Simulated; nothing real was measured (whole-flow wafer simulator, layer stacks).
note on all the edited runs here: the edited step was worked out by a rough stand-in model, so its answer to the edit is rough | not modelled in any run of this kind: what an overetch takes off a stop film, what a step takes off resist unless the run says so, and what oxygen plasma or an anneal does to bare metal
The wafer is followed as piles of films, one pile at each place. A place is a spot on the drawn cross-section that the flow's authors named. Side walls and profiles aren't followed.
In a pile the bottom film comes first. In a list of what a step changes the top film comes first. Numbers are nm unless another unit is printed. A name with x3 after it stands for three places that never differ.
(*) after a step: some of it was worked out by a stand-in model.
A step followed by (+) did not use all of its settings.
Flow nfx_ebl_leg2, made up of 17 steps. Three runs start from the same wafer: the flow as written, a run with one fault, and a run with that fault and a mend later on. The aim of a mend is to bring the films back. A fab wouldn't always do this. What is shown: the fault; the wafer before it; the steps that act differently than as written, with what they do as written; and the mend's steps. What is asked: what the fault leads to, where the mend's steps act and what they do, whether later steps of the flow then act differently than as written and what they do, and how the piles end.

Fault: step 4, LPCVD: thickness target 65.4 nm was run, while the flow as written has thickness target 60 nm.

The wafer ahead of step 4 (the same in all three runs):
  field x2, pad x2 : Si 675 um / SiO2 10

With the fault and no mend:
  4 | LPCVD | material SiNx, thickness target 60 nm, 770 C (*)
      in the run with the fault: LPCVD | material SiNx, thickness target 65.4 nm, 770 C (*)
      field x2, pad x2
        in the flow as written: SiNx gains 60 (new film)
        in the run with the fault: SiNx gains 65.4 (new film)
  Steps further on in the flow that do not act as written:
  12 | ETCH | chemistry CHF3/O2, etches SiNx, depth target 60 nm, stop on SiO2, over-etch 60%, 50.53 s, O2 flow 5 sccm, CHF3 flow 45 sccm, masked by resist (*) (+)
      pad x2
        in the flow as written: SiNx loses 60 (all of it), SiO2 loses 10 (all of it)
        in the run with the fault: SiNx loses 65.4 (all of it), SiO2 loses 10 (all of it)
  At field x2, the piles at the end differ from the flow's by more than 2% or 0.5 nm, whichever is larger.
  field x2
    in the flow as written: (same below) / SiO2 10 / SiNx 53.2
    in the run with the fault: (same below) / SiO2 10 / SiNx 58.6

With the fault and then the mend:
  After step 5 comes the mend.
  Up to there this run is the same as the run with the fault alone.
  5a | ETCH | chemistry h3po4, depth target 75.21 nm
      field x2, pad x2
        SiNx loses 65.4 (all of it)
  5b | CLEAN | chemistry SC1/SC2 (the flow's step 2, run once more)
      leaves every film unchanged at each place that is followed
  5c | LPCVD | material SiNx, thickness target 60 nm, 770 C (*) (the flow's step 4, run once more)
      field x2, pad x2
        SiNx gains 60 (new film)
  None of the later steps of the flow acts differently than as written at any place that is followed.
  The piles end the same as the flow's at every place that both follow.
